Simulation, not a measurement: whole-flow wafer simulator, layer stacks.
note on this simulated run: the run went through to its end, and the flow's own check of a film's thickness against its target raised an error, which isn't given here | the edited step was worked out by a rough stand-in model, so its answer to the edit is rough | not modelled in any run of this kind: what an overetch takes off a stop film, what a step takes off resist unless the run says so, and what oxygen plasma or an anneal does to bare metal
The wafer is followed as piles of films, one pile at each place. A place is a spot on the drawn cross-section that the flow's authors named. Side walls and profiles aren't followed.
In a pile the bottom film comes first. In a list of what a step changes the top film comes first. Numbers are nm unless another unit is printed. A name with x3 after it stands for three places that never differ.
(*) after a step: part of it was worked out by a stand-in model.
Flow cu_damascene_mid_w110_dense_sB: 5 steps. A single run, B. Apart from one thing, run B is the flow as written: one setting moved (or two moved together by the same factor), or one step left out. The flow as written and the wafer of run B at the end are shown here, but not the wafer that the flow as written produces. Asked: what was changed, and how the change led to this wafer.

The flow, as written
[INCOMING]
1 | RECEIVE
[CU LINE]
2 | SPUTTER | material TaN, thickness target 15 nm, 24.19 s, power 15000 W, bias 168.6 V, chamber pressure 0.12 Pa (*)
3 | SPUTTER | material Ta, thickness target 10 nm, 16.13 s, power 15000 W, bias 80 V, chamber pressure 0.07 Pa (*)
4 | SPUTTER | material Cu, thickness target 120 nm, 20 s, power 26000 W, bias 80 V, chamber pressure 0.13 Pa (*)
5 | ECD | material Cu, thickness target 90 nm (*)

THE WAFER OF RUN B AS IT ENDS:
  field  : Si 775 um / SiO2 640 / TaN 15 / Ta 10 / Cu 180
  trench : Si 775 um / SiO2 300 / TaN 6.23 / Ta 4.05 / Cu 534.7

Cause: step 4, SPUTTER: thickness target 90 nm was run, though the flow has thickness target 120 nm; step 4, SPUTTER: 15 s was run, where the flow has 20 s.

Step by step, how the change led to this:
  4 | SPUTTER | material Cu, thickness target 120 nm, 20 s, power 26000 W, bias 80 V, chamber pressure 0.13 Pa (*)
      field: +90 Cu (new film) (it would be, as written: +120 Cu (new film))
      trench: +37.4 Cu (new film) (it would be, as written: +49.9 Cu (new film))
  5 | ECD | material Cu, thickness target 90 nm (*)
      trench: +497.3 Cu (it would be, as written: +514.8 Cu)
